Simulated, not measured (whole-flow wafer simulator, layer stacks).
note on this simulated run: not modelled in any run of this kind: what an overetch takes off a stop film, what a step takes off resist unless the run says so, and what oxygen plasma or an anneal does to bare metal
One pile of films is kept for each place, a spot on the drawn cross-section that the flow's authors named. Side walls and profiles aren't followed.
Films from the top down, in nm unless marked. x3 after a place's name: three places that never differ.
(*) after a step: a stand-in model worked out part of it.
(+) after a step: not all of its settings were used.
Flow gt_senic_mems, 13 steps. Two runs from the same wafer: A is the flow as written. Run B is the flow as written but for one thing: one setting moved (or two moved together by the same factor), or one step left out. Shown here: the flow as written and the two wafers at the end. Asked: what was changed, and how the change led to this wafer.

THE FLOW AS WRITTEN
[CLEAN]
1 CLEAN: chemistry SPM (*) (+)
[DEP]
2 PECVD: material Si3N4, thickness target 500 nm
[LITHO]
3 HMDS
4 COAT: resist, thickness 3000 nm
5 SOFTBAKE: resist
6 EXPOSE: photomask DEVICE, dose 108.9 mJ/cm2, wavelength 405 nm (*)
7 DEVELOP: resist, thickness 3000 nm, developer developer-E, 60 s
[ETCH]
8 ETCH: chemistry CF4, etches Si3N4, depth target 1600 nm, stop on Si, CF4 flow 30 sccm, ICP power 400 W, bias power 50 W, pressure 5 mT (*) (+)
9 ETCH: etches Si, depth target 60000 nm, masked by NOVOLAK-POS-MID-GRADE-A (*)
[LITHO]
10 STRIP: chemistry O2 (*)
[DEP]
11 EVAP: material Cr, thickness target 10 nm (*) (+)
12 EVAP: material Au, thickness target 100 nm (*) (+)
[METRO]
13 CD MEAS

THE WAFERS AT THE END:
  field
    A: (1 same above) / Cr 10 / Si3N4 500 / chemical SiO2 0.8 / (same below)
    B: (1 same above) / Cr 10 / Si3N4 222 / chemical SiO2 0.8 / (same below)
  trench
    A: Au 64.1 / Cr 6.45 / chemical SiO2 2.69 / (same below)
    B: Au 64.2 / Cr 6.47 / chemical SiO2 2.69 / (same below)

The cause: step 2, PECVD: thickness target 222 nm was run, where the flow has thickness target 500 nm.
It can be read off the wafer: field has Si3N4 222, and step 2 as written asks for 500 nm.

How the change led to this, step by step:
  2 PECVD: material Si3N4, thickness target 500 nm
      field, trench: A Si3N4 +500 (new film) | B Si3N4 +222 (new film)
  8 ETCH: chemistry CF4, etches Si3N4, depth target 1600 nm, stop on Si, CF4 flow 30 sccm, ICP power 400 W, bias power 50 W, pressure 5 mT (*) (+)
      field: A resist -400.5 | B resist -215.2
      trench: A Si3N4 -500 (all of it), chemical SiO2 -0.8 (all of it) | B Si3N4 -222 (all of it), chemical SiO2 -0.8 (all of it)
  10 STRIP: chemistry O2 (*)
      field: A resist -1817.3 (all of it) | B resist -2002.6 (all of it)
